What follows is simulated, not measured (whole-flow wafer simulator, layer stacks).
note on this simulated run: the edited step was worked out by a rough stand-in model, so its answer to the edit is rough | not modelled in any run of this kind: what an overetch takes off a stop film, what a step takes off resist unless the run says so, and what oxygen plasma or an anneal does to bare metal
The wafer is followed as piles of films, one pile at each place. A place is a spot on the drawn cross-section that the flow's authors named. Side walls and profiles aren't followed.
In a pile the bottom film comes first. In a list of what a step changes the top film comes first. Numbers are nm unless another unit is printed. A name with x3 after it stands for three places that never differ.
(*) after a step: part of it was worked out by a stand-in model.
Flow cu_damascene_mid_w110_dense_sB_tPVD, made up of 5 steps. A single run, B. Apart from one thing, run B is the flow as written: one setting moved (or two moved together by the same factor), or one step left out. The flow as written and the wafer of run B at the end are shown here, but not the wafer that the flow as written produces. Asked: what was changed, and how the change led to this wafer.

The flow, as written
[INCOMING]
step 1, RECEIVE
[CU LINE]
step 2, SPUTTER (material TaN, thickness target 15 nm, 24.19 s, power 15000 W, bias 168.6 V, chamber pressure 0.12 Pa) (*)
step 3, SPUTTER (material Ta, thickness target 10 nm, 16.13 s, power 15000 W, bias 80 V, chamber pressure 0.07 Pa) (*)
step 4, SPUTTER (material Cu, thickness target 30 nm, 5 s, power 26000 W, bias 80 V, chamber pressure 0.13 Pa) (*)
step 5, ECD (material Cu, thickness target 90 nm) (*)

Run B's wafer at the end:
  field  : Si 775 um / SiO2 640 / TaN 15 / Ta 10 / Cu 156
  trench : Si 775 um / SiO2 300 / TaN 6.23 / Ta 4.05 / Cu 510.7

The reason: step 5, ECD: thickness target 126 nm was run, while the flow as written has thickness target 90 nm.

How this came from the change, step by step:
  step 5, ECD (material Cu, thickness target 90 nm) (*)
      field: +126 Cu (it would be, as written: +90 Cu)
      trench: +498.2 Cu (it would be, as written: +462.2 Cu)
